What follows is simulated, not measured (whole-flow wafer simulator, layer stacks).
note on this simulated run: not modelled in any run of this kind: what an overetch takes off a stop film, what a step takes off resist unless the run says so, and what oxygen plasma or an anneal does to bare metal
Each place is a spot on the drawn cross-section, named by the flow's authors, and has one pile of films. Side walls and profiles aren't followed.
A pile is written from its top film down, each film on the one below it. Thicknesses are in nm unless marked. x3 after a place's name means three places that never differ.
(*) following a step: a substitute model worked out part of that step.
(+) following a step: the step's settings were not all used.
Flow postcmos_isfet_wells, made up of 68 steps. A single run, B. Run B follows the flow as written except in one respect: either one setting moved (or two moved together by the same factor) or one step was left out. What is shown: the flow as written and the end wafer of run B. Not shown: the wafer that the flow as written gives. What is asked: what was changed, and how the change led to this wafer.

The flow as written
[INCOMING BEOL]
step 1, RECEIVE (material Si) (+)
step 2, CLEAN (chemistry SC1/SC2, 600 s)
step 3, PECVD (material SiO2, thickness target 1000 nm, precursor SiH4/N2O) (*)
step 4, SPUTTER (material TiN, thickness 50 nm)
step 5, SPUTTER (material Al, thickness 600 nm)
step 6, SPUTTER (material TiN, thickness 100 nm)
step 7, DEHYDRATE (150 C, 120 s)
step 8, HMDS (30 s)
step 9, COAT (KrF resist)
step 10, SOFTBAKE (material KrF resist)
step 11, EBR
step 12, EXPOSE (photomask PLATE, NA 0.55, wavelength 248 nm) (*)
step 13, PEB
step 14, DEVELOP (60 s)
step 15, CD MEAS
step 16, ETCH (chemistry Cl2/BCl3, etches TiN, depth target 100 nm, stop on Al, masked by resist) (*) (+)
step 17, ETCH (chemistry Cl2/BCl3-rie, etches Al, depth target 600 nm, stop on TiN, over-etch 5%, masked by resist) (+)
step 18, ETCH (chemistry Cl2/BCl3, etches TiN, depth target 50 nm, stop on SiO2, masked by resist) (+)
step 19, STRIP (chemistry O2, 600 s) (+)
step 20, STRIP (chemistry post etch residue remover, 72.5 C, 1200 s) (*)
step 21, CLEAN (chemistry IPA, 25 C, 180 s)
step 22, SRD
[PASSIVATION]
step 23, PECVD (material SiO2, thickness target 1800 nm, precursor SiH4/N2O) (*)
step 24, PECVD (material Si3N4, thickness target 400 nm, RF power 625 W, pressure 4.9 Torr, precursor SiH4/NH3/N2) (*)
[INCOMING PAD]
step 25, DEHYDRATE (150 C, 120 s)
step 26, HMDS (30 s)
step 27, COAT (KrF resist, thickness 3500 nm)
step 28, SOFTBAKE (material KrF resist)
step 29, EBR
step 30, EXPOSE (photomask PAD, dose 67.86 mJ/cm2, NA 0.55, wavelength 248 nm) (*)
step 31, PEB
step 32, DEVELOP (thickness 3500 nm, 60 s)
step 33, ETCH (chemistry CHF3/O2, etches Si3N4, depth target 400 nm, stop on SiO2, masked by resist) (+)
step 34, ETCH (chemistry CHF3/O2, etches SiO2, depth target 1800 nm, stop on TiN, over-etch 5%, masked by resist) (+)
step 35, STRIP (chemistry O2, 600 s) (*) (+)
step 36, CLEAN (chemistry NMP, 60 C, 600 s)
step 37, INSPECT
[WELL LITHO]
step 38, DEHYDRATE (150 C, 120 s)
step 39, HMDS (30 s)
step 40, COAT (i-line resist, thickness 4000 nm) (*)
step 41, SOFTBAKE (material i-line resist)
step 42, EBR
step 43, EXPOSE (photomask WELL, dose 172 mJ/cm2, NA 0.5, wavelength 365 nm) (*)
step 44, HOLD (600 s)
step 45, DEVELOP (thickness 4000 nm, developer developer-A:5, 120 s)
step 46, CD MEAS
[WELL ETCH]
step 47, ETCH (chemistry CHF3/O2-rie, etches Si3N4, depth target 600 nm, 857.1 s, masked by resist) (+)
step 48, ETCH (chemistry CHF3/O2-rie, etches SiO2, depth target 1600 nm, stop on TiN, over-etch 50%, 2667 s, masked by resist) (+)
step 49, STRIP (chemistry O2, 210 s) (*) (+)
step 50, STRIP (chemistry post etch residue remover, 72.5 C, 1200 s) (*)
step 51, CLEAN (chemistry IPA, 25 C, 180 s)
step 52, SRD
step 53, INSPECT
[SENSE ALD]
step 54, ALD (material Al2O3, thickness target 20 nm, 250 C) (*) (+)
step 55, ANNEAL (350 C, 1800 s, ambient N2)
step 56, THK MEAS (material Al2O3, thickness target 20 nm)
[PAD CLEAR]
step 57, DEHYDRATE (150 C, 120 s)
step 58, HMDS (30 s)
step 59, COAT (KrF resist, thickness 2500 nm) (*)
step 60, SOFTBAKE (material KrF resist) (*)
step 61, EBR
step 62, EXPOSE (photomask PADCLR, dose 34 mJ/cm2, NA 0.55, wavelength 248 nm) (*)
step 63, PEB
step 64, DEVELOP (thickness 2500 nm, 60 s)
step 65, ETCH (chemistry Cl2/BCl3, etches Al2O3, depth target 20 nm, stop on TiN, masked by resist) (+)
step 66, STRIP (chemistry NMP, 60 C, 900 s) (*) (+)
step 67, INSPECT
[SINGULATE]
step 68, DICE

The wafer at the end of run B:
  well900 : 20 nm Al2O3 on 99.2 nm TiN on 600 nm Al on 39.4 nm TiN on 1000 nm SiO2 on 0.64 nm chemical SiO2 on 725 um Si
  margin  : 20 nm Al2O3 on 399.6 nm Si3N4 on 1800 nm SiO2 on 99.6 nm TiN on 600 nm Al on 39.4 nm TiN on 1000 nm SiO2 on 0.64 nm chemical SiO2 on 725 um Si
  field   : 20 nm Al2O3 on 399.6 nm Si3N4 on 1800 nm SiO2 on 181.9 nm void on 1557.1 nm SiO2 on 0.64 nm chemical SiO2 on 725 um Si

What caused this: step 4, SPUTTER: thickness 39.4 nm was run, while the flow as written has thickness 50 nm; step 18, ETCH: depth target 39.4 nm was run, where the flow has depth target 50 nm.
One can read it off the wafer: well900 has TiN 39.4, and step 4 as written asks for 50 nm.

The path from the change to this, step by step:
  step 4, SPUTTER (material TiN, thickness 50 nm)
      field, margin, well900, well1300 x3, pad_rim, pad_clr, pad_open: TiN gains 39.4 (new film) (it would be, as written: TiN gains 50 (new film))
  step 18, ETCH (chemistry Cl2/BCl3, etches TiN, depth target 50 nm, stop on SiO2, masked by resist) (+)
      margin, well900, well1300 x3, pad_rim, pad_clr, pad_open: KrF resist loses 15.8 (it would be, as written: KrF resist loses 20)
      field: TiN loses 39.4 (all of it) (it would be, as written: TiN loses 50 (all of it))
  step 23, PECVD (material SiO2, thickness target 1800 nm, precursor SiH4/N2O) (*)
      field: SiO2 gains 1800 (new film), void gains 181.9 (new film), SiO2 gains 557.1 (it would be, as written: SiO2 gains 1800 (new film), void gains 189.9 (new film), SiO2 gains 559.7)
